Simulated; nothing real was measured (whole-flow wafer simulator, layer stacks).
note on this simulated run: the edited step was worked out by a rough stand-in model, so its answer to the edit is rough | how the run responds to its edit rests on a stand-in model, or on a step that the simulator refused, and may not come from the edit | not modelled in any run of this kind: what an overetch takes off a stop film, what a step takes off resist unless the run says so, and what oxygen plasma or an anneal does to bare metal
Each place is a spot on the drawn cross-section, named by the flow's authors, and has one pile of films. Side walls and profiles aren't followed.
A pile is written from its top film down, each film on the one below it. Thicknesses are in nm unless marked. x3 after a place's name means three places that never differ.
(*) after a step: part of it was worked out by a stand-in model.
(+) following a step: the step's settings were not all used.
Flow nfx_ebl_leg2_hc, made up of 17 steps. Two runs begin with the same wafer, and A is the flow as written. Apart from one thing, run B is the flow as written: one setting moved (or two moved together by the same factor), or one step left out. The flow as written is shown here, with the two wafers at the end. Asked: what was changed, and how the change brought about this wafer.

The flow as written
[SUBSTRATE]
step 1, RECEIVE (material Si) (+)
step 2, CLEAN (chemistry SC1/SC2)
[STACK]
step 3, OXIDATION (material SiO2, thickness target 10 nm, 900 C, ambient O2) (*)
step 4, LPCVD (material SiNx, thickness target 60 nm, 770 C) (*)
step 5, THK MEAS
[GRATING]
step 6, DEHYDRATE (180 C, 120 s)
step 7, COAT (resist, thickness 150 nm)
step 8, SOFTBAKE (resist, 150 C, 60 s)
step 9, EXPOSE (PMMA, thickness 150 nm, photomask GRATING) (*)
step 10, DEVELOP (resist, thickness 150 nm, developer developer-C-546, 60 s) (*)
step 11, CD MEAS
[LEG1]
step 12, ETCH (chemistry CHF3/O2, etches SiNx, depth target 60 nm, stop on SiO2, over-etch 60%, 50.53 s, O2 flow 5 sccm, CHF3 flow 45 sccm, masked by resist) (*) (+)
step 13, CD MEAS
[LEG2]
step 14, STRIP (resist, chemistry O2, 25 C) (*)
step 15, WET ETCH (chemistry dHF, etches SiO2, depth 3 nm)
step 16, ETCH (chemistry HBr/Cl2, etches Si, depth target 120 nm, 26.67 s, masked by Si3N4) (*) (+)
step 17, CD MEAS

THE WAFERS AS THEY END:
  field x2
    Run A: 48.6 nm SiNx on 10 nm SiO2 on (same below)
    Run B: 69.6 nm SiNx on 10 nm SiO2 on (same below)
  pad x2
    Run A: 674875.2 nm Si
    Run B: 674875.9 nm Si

The reason: step 4, LPCVD: thickness target 81 nm was run, while the flow as written has thickness target 60 nm.

The path from the change to this, step by step:
  step 4, LPCVD (material SiNx, thickness target 60 nm, 770 C) (*)
      field x2, pad x2: A SiNx gains 60 (new film) | B SiNx gains 81 (new film)
  step 12, ETCH (chemistry CHF3/O2, etches SiNx, depth target 60 nm, stop on SiO2, over-etch 60%, 50.53 s, O2 flow 5 sccm, CHF3 flow 45 sccm, masked by resist) (*) (+)
      pad x2: A SiNx loses 60 (all of it), SiO2 loses 10 (all of it) | B SiNx loses 81 (all of it), SiO2 loses 7.5
  step 14, STRIP (resist, chemistry O2, 25 C) (*)
      pad x2: A chemical SiO2 gains 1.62 (new film), Si loses 0.71 | B nothing
  step 15, WET ETCH (chemistry dHF, etches SiO2, depth 3 nm)
      pad x2: A chemical SiO2 loses 1.62 (all of it) | B SiO2 loses 2.5 (all of it)
